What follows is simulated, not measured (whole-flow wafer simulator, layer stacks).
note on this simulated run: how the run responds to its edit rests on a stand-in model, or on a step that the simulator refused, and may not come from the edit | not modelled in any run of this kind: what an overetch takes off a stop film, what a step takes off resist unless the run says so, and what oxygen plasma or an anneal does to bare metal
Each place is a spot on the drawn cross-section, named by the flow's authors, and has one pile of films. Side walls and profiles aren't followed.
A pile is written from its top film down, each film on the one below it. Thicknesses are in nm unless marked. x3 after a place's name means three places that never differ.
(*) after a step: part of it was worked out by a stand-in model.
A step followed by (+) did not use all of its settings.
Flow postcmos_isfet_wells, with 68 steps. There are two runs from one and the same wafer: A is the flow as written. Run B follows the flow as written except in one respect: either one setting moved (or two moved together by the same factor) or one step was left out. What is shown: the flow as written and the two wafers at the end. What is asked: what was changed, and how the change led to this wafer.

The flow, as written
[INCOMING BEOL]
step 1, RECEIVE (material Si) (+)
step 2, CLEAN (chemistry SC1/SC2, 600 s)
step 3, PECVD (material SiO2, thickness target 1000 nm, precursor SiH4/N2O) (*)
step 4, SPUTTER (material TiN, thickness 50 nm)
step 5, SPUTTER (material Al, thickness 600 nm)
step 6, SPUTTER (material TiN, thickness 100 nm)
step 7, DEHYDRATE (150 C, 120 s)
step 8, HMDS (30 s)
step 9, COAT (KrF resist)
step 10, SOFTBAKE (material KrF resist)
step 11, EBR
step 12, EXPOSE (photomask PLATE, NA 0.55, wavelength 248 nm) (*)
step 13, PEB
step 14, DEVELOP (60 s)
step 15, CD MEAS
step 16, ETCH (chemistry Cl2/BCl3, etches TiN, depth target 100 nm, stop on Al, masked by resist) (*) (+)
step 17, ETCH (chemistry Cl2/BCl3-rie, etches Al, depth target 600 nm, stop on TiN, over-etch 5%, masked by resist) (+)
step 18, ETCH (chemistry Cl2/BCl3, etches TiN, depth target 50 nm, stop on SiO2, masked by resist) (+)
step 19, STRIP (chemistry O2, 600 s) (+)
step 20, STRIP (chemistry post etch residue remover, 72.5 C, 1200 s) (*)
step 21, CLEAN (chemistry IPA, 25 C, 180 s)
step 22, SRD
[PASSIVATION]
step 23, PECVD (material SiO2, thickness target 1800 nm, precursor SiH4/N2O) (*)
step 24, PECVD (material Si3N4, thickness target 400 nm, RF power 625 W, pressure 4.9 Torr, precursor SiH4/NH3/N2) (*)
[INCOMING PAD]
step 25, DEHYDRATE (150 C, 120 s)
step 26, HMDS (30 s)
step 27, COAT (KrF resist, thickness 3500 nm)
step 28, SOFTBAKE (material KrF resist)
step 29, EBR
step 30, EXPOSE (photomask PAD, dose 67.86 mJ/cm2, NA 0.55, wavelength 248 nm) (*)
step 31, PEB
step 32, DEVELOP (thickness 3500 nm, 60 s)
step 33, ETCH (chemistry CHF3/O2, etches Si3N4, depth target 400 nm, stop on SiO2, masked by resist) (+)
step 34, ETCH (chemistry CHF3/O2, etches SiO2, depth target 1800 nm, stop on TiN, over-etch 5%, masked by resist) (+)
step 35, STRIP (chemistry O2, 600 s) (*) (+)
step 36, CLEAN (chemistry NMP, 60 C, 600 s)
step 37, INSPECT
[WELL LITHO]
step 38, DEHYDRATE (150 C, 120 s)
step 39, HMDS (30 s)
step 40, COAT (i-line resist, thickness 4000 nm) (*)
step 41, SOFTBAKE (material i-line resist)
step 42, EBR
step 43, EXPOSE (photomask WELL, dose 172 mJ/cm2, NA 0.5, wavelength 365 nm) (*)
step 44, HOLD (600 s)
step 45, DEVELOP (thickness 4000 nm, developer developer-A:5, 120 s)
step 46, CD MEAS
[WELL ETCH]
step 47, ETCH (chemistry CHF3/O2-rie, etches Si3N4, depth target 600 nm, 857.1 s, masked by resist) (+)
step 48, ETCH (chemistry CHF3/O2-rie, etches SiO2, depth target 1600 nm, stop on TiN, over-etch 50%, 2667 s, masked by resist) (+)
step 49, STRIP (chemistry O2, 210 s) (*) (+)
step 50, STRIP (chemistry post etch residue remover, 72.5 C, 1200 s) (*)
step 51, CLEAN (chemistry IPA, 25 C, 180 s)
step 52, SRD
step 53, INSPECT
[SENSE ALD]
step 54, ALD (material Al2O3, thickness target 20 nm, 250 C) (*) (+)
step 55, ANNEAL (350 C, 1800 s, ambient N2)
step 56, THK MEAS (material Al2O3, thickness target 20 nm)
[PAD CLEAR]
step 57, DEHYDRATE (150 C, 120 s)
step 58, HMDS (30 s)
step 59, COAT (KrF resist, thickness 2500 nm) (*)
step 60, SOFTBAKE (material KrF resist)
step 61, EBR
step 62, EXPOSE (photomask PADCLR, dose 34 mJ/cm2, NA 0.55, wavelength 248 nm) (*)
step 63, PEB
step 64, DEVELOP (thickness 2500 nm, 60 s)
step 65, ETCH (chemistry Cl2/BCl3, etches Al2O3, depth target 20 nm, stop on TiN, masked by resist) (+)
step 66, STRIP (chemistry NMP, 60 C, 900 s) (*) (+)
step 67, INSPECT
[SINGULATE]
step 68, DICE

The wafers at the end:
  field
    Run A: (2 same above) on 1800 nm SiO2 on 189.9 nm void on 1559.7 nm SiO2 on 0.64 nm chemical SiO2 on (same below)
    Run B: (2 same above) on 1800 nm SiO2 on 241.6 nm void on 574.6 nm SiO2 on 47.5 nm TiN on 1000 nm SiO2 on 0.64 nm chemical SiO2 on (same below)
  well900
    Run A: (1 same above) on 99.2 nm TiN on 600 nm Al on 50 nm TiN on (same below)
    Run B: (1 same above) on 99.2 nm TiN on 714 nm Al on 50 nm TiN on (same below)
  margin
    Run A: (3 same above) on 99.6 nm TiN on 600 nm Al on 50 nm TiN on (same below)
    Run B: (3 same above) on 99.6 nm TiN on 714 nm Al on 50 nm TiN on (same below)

What caused this: step 5, SPUTTER: thickness 714 nm was run, whereas the flow has thickness 600 nm.
The wafer itself shows it: well900 has Al 714, and step 5 as written asks for 600 nm.

The path from the change to this, step by step:
  step 5, SPUTTER (material Al, thickness 600 nm)
      field, margin, well900, well1300 x3, pad_rim, pad_clr, pad_open: A +600 Al (new film) | B +714 Al (new film)
  step 17, ETCH (chemistry Cl2/BCl3-rie, etches Al, depth target 600 nm, stop on TiN, over-etch 5%, masked by resist) (+)
      field: A -600 Al (all of it) | B -600 Al
  step 18, ETCH (chemistry Cl2/BCl3, etches TiN, depth target 50 nm, stop on SiO2, masked by resist) (+)
      field: A -50 TiN (all of it) | B -114 Al (all of it), -2.12 TiN
  step 23, PECVD (material SiO2, thickness target 1800 nm, precursor SiH4/N2O) (*)
      field: A +1800 SiO2 (new film), +189.9 void (new film), +559.7 SiO2 | B +1800 SiO2 (new film), +241.6 void (new film), +574.6 SiO2 (new film)
If metal films that touch count as one body, field has 1 body; the flow as written gives 0 bodies.
